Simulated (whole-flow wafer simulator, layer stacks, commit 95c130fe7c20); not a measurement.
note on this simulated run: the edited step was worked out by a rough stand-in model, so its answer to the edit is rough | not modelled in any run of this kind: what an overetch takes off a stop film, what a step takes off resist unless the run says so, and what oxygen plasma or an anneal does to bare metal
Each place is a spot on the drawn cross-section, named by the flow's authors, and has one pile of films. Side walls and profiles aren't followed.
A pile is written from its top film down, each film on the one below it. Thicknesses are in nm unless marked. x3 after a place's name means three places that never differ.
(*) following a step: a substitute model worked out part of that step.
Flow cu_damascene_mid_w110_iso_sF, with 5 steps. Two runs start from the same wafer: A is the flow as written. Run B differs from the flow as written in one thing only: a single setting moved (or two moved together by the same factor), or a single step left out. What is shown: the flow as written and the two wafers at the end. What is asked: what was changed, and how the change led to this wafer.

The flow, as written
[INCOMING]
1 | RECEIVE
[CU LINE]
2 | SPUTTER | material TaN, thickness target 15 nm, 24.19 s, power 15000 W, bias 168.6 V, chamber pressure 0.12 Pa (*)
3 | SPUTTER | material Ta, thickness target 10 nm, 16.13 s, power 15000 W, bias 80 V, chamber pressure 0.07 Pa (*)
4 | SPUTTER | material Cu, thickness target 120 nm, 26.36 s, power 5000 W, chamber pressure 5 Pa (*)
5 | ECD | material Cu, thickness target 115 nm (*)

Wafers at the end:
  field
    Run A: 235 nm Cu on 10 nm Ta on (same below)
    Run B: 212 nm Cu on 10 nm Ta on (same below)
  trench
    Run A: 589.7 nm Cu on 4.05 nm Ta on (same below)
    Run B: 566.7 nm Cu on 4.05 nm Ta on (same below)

Cause: step 5, ECD: thickness target 92 nm was run, while the flow as written has thickness target 115 nm.

How this came from the change, step by step:
  5 | ECD | material Cu, thickness target 115 nm (*)
      field: A +115 Cu | B +92 Cu
      trench: A +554 Cu | B +531 Cu
